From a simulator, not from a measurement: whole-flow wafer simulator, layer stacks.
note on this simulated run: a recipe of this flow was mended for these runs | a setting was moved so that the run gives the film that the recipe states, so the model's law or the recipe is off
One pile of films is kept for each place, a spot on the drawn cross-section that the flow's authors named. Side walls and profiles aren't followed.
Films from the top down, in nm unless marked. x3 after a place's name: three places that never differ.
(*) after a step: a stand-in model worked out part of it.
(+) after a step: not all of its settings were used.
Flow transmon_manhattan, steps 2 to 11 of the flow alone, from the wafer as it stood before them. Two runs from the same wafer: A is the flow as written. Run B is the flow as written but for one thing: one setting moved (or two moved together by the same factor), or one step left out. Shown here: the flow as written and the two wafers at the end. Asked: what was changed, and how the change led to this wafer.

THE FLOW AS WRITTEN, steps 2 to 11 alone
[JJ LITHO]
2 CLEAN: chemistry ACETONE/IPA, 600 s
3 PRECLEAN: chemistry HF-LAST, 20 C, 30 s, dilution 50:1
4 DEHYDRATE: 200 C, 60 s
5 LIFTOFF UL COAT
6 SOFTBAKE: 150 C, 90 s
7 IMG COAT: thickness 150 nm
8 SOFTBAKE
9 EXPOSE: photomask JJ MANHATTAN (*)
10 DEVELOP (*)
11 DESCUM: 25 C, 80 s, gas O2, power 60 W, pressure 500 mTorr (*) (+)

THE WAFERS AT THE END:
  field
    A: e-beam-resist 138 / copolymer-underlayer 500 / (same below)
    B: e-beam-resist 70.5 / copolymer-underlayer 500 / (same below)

The cause: step 7, IMG COAT: thickness 82.5 nm was run, where the flow has thickness 150 nm.

How the change led to this, step by step:
  7 IMG COAT: thickness 150 nm
      field, chan_a x2: A e-beam-resist +150 (new film) | B e-beam-resist +82.5 (new film)
  10 DEVELOP (*)
      chan_a x2: A e-beam-resist -150 (all of it), copolymer-underlayer -500 (all of it) | B e-beam-resist -82.5 (all of it), copolymer-underlayer -500 (all of it)
